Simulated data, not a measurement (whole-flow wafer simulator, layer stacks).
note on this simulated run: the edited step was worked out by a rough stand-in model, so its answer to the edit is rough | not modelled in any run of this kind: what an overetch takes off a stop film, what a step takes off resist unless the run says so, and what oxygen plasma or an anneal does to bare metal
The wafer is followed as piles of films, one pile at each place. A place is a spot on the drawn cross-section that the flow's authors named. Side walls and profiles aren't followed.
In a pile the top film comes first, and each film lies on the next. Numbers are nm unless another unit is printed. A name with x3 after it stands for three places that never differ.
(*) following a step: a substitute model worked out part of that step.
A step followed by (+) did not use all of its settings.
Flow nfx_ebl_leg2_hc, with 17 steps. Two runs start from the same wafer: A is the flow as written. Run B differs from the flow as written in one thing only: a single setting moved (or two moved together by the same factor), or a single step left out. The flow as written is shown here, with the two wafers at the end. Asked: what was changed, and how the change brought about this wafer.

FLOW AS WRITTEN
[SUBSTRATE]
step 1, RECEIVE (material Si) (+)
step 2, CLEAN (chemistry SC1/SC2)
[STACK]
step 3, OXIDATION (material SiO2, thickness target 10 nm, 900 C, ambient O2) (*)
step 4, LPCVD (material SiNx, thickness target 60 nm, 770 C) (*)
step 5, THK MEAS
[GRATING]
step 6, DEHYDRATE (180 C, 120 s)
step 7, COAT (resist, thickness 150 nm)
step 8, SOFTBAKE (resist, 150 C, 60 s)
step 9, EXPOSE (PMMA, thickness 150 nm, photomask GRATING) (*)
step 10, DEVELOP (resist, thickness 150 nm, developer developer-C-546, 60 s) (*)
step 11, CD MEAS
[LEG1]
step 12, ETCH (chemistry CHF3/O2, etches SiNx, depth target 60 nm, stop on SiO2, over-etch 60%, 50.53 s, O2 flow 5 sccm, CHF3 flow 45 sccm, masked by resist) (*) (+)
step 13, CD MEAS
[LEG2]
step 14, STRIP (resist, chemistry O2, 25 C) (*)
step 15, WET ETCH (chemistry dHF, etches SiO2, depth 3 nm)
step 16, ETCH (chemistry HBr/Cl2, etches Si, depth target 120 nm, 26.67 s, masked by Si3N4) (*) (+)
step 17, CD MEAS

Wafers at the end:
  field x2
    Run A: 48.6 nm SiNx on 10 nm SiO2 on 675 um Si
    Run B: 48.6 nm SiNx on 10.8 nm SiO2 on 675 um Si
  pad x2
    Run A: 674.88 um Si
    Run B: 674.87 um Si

What caused this: step 3, OXIDATION: thickness target 10.8 nm was run, though the flow has thickness target 10 nm.
The wafer lets one read it off: field x2 has SiO2 10.8, and step 3 as written asks for 10 nm.

Step by step, how the change led to this:
  step 3, OXIDATION (material SiO2, thickness target 10 nm, 900 C, ambient O2) (*)
      field x2, pad x2: A +10 SiO2 (new film), -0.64 chemical SiO2 (all of it), -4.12 Si | B +10.8 SiO2 (new film), -0.64 chemical SiO2 (all of it), -4.47 Si
  step 12, ETCH (chemistry CHF3/O2, etches SiNx, depth target 60 nm, stop on SiO2, over-etch 60%, 50.53 s, O2 flow 5 sccm, CHF3 flow 45 sccm, masked by resist) (*) (+)
      pad x2: A -60 SiNx (all of it), -10 SiO2 (all of it) | B -60 SiNx (all of it), -10.8 SiO2 (all of it)
